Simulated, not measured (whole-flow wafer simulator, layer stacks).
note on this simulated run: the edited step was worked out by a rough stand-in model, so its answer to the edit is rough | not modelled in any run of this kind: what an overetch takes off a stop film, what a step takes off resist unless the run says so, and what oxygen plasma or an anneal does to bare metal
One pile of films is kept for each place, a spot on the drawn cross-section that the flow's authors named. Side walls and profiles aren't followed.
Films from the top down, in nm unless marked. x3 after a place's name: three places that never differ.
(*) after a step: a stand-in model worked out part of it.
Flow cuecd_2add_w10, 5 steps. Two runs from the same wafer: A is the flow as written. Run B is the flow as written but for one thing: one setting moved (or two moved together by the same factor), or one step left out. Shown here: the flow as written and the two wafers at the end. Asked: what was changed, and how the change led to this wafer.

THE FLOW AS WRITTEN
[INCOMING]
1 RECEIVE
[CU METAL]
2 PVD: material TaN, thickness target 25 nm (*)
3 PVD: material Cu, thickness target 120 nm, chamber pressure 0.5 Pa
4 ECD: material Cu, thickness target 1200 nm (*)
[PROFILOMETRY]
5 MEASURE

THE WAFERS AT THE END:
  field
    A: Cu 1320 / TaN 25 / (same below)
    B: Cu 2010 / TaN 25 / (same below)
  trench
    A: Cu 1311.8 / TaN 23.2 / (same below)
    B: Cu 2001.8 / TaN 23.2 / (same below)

The cause: step 4, ECD: thickness target 1890 nm was run, where the flow has thickness target 1200 nm.

How the change led to this, step by step:
  4 ECD: material Cu, thickness target 1200 nm (*)
      field, trench: A Cu +1200 | B Cu +1890
